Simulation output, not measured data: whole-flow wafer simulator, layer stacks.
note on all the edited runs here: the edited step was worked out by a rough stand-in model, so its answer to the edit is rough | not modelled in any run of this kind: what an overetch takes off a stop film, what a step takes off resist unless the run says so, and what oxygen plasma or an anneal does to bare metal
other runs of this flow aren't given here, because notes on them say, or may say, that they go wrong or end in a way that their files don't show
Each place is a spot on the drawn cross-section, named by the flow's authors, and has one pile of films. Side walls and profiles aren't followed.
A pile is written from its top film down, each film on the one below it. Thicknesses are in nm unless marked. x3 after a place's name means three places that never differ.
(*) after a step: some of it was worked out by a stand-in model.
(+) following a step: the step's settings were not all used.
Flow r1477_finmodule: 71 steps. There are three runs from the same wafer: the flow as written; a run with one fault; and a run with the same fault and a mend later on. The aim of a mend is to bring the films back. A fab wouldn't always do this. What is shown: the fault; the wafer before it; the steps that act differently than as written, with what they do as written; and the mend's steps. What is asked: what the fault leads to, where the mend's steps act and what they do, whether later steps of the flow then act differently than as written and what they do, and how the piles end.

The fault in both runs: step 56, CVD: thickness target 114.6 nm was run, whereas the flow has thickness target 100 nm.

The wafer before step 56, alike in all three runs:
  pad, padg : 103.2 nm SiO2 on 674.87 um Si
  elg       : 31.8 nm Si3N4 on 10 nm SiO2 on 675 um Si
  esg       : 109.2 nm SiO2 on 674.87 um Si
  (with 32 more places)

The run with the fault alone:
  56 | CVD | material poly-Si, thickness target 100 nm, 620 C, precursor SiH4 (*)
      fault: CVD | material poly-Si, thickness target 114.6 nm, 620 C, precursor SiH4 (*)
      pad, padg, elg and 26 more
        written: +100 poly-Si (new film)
        fault: +114.6 poly-Si (new film)
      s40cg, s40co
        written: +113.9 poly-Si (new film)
        fault: +128.8 poly-Si (new film)
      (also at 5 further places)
  Later steps of the flow acting differently than as written (3 more steps, not shown, differ only slightly: by at most 2% or 0.5 nm, whichever is larger):
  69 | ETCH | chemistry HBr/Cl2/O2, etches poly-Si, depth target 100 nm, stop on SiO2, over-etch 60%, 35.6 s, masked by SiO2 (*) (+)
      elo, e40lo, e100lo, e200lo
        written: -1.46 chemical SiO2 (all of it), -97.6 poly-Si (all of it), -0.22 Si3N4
        fault: -1.46 chemical SiO2 (all of it), -112.2 poly-Si (all of it)
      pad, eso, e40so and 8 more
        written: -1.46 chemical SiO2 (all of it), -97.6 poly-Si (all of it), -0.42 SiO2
        fault: -1.46 chemical SiO2 (all of it), -112.2 poly-Si (all of it), -0.24 SiO2
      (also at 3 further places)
  The piles end different from the flow's at padg, elg, esg and 15 more by more than 2% or 0.5 nm, whichever is larger.
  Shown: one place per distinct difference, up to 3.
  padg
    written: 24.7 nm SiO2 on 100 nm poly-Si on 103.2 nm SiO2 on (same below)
    fault: 24.7 nm SiO2 on 114.6 nm poly-Si on 103.2 nm SiO2 on (same below)
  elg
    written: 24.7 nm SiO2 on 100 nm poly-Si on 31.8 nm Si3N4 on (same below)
    fault: 24.7 nm SiO2 on 114.6 nm poly-Si on 31.8 nm Si3N4 on (same below)
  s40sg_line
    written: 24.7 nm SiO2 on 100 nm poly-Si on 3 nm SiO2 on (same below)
    fault: 24.7 nm SiO2 on 114.6 nm poly-Si on 3 nm SiO2 on (same below)

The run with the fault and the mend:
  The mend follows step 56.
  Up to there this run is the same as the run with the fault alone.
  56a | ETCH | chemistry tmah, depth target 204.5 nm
      pad, padg, elg and 26 more
        -114.6 poly-Si (all of it)
      s40cg, s40co
        -128.8 poly-Si (all of it)
      s45cg, s45co
        -128.3 poly-Si (all of it)
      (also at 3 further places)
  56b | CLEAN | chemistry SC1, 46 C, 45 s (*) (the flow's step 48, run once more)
      s40sg_line, s45sg_line, s50sg_line, s40so_line, s45so_line, s50so_line
        -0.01 SiO2
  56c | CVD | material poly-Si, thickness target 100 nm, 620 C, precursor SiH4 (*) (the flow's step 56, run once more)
      pad, padg, elg and 26 more
        +100 poly-Si (new film)
      s40cg, s40co
        +113.9 poly-Si (new film)
      s45cg, s45co
        +113.4 poly-Si (new film)
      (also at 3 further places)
  Later steps of the flow that are run all act as written at every place that is followed, up to a difference of at most 2% or 0.5 nm, whichever is larger.
  The piles end only slightly different from the flow's at the places that both follow, by no more than 2% or 0.5 nm, whichever is larger.
